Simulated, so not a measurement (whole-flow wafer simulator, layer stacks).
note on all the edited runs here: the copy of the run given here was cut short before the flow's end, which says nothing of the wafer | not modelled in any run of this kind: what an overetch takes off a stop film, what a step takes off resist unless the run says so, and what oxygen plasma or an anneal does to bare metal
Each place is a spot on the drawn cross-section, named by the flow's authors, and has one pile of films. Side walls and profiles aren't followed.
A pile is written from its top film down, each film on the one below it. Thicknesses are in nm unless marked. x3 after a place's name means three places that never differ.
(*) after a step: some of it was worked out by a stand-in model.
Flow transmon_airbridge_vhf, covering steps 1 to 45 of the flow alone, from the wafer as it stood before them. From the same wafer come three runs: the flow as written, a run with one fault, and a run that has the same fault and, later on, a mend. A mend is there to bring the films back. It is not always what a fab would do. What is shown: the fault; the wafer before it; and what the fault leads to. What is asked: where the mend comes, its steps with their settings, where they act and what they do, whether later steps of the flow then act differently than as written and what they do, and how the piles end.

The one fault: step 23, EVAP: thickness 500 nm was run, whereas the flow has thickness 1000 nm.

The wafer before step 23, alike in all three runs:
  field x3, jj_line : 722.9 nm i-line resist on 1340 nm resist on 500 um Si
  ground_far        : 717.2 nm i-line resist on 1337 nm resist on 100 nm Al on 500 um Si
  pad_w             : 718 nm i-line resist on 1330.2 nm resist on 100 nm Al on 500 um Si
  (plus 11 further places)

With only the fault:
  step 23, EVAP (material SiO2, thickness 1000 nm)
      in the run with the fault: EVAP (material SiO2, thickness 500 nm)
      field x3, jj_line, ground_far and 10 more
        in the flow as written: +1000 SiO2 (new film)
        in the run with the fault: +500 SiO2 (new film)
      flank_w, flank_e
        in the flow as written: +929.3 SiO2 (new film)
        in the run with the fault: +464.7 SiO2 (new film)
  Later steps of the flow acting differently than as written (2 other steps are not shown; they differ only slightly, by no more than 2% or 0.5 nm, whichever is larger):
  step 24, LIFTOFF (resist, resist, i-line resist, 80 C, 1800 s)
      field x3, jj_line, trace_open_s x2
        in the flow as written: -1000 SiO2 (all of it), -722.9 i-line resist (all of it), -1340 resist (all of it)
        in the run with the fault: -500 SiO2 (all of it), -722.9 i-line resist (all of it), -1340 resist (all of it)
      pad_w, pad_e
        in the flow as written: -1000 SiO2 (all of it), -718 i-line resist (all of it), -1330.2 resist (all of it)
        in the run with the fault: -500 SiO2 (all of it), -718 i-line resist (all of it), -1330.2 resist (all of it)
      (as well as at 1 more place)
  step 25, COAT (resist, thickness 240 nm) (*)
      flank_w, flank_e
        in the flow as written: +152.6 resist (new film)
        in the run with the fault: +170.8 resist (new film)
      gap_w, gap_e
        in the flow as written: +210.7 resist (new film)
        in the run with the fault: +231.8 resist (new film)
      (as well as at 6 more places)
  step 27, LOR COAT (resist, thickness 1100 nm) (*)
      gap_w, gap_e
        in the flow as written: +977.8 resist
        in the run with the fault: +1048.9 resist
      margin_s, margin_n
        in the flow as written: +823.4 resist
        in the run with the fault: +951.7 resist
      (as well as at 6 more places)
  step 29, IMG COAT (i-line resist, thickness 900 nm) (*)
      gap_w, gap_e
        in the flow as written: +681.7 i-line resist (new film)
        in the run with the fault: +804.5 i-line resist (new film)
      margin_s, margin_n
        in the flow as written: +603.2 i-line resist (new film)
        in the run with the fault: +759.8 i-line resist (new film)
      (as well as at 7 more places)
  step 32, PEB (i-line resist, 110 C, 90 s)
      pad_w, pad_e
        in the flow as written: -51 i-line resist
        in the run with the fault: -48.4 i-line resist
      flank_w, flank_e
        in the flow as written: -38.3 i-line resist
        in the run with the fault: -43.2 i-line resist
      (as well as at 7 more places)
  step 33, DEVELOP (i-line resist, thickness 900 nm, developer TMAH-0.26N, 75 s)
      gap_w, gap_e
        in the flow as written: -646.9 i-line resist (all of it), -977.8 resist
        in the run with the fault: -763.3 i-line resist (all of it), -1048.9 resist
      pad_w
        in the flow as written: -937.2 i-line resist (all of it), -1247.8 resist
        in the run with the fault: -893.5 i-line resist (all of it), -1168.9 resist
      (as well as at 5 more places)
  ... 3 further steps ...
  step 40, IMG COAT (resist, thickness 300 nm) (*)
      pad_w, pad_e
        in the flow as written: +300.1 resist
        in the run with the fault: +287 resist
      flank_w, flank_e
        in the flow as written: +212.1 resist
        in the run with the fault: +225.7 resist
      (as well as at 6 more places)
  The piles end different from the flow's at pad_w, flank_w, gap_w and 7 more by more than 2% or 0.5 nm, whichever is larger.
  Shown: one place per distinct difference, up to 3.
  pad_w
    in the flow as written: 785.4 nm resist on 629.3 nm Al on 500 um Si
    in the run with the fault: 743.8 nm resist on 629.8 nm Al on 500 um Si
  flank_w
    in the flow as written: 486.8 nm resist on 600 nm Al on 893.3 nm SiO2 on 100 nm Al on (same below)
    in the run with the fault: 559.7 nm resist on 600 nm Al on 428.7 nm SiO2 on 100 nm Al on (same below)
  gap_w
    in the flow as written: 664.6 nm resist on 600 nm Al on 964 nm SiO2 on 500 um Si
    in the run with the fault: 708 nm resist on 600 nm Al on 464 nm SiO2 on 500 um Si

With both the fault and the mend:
  After step 23 comes the mend.
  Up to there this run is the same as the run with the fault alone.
  step 23a, EVAP (material SiO2, thickness 500 nm) (a further turn of the flow's step 23, with different settings)
      field x3, jj_line, ground_far and 10 more
        +500 SiO2
      flank_w, flank_e
        +465.3 SiO2
  Every later step of the flow that is run acts as written, at every place that is followed, to within 2% or 0.5 nm, whichever is larger.
  When the end is reached, the piles differ only a little from the flow's at the places that both follow, at most by 2% or 0.5 nm, whichever is larger.
